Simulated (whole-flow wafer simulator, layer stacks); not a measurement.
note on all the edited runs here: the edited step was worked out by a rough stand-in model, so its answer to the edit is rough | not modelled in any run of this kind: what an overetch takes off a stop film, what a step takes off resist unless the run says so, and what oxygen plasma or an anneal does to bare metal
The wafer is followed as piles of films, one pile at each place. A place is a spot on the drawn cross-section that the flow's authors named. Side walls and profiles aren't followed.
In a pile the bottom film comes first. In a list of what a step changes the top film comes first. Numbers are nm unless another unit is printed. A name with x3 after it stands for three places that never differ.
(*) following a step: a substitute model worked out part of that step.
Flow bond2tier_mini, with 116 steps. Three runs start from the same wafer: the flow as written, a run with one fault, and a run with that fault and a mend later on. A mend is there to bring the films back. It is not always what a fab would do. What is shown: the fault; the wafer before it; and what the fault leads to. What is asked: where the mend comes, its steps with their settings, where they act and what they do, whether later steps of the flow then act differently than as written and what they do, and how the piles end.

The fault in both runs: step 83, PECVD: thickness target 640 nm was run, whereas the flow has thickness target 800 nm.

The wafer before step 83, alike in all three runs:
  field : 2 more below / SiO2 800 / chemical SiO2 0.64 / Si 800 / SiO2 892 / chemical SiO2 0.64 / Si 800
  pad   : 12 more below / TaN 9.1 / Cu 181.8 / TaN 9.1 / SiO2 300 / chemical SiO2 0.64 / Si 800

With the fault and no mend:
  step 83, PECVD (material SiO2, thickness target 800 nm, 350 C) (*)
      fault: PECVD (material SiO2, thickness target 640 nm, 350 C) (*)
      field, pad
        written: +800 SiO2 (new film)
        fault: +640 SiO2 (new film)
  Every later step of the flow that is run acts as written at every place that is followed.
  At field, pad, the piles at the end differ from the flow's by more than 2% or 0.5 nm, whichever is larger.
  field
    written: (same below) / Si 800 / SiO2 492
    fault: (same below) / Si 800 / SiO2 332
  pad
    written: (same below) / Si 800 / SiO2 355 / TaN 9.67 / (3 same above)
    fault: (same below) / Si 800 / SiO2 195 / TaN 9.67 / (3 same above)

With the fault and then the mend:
  After step 83 comes the mend.
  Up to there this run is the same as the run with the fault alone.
  step 83a, PECVD (material SiO2, thickness target 160 nm, 350 C) (a further turn of the flow's step 83, with different settings)
      field, pad
        +160 SiO2
  Every later step of the flow that is run acts as written at every place that is followed.
  At every place that both follow, the piles at the end match the flow's.
